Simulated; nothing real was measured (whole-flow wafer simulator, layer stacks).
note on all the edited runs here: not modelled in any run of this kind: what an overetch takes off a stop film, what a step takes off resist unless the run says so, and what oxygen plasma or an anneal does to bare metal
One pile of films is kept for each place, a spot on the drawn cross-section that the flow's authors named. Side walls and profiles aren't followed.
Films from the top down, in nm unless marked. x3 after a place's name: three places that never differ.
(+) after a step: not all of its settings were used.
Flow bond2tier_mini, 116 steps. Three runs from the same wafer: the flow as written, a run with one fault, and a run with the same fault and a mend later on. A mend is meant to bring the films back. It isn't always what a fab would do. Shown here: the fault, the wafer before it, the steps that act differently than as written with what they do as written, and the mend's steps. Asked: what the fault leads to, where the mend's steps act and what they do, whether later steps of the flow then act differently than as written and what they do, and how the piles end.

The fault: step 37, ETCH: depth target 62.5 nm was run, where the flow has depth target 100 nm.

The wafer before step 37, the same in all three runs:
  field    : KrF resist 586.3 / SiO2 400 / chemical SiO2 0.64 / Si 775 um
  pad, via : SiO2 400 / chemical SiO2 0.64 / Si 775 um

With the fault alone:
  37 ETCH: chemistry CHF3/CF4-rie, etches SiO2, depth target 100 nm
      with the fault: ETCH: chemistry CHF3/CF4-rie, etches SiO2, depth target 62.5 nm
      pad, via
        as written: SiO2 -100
        with the fault: SiO2 -62.5
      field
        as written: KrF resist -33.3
        with the fault: KrF resist -20.8
  Later steps of the flow that act differently than as written (1 more step differs only slightly, by at most 2% or 0.5 nm, whichever is larger, and isn't shown):
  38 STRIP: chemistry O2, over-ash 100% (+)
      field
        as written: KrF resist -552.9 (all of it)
        with the fault: KrF resist -565.4 (all of it)
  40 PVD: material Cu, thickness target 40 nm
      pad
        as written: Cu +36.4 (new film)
        with the fault: Cu +37.7 (new film)
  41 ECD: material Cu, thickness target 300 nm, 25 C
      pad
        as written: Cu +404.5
        with the fault: Cu +365.3
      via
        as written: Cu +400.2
        with the fault: Cu +362.5
  At the end the piles differ from the flow's by more than 2% or 0.5 nm, whichever is larger, at pad.
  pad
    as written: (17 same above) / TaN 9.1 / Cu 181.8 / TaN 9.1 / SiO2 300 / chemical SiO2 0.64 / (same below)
    with the fault: (17 same above) / TaN 9.1 / Cu 144 / TaN 9.44 / SiO2 337.5 / chemical SiO2 0.64 / (same below)

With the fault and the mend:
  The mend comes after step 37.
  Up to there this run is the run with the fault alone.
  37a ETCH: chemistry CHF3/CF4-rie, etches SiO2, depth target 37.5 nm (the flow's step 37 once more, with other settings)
      pad, via
        SiO2 -37.5
      field
        KrF resist -12.5
  No later step of the flow acts differently than as written at any place that is followed.
  At the end the piles are the same as the flow's at every place that both follow.
